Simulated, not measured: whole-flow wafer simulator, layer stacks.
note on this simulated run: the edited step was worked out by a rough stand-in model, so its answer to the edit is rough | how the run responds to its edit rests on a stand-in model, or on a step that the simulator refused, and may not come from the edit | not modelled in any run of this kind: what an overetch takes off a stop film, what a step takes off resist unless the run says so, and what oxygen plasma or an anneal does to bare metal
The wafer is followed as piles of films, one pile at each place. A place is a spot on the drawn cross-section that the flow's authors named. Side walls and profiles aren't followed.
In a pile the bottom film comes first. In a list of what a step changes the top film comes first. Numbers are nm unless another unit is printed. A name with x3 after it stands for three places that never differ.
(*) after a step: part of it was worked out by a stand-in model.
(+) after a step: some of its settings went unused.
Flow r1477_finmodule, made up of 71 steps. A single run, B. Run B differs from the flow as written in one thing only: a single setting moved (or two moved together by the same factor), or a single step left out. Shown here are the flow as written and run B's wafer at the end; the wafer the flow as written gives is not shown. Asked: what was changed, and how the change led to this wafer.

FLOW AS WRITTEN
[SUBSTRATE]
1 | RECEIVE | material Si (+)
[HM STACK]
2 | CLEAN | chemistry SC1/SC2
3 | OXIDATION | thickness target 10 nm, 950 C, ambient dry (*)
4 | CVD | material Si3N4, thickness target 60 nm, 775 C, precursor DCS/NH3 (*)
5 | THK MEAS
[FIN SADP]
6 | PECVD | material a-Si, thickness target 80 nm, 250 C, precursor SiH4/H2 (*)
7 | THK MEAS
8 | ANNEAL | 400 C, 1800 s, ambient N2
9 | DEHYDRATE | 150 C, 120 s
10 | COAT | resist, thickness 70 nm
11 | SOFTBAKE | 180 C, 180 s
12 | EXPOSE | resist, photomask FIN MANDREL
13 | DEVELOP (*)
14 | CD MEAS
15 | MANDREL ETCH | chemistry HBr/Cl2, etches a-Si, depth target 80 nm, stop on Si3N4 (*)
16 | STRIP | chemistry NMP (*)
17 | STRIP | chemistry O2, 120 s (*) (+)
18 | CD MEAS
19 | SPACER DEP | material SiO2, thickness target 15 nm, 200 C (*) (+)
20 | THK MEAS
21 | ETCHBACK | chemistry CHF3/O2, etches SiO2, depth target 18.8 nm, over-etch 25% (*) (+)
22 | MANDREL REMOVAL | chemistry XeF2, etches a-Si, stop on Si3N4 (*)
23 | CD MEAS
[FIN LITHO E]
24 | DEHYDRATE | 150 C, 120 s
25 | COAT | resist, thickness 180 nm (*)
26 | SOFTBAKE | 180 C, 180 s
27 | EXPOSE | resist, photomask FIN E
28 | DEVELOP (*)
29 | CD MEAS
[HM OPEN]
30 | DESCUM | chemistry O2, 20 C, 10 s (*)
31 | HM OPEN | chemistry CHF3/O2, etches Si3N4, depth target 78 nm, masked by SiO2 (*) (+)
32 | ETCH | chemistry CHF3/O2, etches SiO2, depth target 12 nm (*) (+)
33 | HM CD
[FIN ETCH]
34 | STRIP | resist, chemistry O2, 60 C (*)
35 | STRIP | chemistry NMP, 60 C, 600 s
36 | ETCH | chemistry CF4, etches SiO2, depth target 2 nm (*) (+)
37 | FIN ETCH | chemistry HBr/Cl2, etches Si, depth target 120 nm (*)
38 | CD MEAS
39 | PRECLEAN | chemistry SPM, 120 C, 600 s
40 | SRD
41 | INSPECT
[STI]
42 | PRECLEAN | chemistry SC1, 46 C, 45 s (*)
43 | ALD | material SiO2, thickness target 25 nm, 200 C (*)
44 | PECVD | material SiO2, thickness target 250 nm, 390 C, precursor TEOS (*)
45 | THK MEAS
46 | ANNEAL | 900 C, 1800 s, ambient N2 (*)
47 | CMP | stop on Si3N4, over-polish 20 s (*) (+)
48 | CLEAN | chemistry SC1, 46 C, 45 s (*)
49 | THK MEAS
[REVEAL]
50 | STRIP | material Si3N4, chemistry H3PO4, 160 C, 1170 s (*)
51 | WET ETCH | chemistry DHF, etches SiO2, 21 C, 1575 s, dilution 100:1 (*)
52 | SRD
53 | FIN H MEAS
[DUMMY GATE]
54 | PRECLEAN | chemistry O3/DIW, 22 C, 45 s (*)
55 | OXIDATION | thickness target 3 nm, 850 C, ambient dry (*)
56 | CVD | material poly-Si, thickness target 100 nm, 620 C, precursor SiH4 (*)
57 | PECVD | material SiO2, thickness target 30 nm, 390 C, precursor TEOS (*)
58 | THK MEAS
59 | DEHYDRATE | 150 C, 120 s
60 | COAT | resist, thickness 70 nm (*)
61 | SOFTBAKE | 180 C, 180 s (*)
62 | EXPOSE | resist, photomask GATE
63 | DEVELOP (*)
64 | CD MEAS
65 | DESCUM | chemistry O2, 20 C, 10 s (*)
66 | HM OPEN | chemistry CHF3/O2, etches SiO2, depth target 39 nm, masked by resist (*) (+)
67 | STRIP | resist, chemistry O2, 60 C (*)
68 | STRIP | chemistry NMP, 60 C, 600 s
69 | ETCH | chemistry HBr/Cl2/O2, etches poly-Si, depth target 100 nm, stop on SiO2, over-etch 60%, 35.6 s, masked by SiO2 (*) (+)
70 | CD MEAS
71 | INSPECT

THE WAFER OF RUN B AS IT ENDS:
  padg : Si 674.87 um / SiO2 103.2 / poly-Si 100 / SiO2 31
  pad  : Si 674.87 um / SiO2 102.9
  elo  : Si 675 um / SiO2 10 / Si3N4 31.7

What caused this: step 57, PECVD: thickness target 36.3 nm was run, whereas the flow has thickness target 30 nm.

Step by step, how the change led to this:
  57 | PECVD | material SiO2, thickness target 30 nm, 390 C, precursor TEOS (*)
      pad, padg, elg and 33 more: +36.3 SiO2 (new film) (in the flow as written it would be: +30 SiO2 (new film))
  66 | HM OPEN | chemistry CHF3/O2, etches SiO2, depth target 39 nm, masked by resist (*) (+)
      pad, elo, eso and 15 more: -36.3 SiO2 (all of it), -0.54 poly-Si (in the flow as written it would be: -30 SiO2 (all of it), -1.8 poly-Si)
